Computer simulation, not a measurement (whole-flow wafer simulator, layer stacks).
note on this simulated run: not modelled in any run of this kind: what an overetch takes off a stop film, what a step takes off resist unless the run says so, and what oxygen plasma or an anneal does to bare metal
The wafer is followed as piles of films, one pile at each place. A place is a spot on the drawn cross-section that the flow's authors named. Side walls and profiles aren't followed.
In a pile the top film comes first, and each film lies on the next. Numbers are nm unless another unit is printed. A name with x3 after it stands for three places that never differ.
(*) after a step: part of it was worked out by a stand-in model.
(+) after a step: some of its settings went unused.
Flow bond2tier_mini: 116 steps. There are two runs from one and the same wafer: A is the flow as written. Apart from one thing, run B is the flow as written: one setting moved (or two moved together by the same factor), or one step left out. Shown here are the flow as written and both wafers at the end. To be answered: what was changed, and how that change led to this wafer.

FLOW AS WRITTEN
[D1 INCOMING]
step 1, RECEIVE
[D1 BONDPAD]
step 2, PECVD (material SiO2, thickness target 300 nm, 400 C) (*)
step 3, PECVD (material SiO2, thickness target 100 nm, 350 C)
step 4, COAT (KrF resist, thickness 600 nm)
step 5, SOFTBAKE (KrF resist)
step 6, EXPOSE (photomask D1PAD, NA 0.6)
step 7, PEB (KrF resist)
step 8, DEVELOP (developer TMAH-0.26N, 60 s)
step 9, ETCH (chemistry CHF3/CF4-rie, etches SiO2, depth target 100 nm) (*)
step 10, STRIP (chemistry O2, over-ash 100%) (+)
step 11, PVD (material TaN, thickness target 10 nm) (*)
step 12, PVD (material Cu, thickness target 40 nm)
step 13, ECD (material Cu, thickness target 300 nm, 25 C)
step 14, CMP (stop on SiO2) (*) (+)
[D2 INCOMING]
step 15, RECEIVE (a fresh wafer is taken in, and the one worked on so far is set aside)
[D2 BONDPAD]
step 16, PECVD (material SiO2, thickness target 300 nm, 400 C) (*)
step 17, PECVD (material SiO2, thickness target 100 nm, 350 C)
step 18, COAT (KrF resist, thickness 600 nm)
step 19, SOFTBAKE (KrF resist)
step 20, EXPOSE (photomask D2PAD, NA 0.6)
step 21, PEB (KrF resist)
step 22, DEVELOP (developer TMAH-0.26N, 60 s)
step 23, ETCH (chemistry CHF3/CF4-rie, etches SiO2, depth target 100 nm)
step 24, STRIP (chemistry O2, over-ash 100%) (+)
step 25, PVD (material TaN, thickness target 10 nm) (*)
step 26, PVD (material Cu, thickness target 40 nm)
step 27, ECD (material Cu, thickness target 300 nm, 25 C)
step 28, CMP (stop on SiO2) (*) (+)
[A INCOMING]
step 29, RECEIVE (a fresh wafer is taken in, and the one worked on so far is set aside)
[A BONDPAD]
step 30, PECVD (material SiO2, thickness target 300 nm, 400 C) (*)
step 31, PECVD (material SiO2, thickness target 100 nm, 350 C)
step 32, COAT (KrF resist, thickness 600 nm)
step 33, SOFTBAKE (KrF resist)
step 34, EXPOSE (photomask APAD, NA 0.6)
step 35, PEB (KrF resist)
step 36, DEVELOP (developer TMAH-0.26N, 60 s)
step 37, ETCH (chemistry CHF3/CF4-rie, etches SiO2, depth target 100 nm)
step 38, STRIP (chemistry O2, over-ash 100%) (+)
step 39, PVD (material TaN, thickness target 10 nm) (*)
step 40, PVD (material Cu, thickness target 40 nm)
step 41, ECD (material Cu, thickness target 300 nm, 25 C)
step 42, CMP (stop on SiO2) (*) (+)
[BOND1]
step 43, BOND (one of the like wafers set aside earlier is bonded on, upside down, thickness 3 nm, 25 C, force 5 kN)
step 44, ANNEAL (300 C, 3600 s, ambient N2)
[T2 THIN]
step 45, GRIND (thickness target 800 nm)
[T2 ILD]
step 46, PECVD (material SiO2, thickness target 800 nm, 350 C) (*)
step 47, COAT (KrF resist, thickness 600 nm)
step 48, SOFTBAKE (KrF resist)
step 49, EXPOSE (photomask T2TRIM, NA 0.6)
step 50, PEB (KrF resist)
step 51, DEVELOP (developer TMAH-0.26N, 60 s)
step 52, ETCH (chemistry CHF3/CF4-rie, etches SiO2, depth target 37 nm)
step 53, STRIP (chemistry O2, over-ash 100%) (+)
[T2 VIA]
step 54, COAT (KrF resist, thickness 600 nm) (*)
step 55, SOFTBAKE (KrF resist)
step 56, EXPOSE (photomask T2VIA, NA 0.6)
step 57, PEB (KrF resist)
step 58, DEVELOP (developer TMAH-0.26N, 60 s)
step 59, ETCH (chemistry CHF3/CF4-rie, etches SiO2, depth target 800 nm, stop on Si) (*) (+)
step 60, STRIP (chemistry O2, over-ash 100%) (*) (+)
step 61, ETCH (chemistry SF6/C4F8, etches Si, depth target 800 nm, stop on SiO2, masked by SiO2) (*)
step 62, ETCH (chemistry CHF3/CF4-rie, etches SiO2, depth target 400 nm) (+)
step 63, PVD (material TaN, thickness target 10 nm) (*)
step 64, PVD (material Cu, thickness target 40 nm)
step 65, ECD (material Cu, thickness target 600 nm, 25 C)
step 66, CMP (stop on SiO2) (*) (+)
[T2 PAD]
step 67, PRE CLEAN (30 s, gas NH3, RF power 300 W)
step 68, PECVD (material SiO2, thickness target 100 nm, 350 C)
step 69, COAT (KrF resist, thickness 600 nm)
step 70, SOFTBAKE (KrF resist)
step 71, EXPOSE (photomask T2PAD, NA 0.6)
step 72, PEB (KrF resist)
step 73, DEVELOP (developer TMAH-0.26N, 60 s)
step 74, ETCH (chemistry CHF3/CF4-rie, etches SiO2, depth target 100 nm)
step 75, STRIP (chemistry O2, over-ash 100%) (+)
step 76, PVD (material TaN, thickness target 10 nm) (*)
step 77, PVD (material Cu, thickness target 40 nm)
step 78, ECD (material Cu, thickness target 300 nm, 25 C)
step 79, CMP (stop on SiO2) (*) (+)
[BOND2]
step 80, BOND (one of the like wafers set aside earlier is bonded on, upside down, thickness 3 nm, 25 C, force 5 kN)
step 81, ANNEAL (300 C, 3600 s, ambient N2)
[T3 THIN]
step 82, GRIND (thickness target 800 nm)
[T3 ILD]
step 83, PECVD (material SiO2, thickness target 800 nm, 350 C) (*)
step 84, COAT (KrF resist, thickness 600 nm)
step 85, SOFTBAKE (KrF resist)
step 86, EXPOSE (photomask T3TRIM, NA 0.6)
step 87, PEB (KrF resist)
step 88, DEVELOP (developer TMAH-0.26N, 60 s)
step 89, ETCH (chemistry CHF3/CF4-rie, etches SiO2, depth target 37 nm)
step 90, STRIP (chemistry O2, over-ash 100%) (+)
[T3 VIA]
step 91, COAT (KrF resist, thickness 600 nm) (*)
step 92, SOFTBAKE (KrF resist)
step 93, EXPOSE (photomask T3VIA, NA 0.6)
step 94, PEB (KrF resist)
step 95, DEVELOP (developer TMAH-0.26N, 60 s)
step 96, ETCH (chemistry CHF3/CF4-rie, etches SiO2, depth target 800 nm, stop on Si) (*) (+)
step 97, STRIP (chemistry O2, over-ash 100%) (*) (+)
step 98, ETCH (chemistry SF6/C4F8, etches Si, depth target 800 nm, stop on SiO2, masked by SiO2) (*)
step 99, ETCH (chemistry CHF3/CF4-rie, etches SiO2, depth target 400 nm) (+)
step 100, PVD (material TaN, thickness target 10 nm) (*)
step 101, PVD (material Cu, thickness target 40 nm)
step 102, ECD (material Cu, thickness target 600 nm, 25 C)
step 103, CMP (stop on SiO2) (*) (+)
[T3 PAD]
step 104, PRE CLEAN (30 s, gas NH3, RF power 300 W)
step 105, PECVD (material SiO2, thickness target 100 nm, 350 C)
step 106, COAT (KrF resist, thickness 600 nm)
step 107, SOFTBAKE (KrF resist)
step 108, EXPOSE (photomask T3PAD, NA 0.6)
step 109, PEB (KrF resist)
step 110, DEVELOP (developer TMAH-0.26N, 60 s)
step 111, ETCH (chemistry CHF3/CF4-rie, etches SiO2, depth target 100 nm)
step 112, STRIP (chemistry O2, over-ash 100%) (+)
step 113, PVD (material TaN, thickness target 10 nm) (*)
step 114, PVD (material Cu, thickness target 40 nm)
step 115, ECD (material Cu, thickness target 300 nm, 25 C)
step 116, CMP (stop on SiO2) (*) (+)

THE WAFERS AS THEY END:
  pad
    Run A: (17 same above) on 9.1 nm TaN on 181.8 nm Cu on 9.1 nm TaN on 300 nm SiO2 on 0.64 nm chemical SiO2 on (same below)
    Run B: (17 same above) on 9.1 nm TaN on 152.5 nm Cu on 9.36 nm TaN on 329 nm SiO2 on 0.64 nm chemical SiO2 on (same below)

Cause: step 37, ETCH: depth target 71 nm was run, whereas the flow has depth target 100 nm.

Step by step, how the change led to this:
  step 37, ETCH (chemistry CHF3/CF4-rie, etches SiO2, depth target 100 nm)
      pad, via: A -100 SiO2 | B -71 SiO2
      field: A -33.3 KrF resist | B -23.7 KrF resist
  step 40, PVD (material Cu, thickness target 40 nm)
      pad: A +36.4 Cu (new film) | B +37.4 Cu (new film)
  step 41, ECD (material Cu, thickness target 300 nm, 25 C)
      pad: A +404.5 Cu | B +374.2 Cu
      via: A +400.2 Cu | B +371.1 Cu
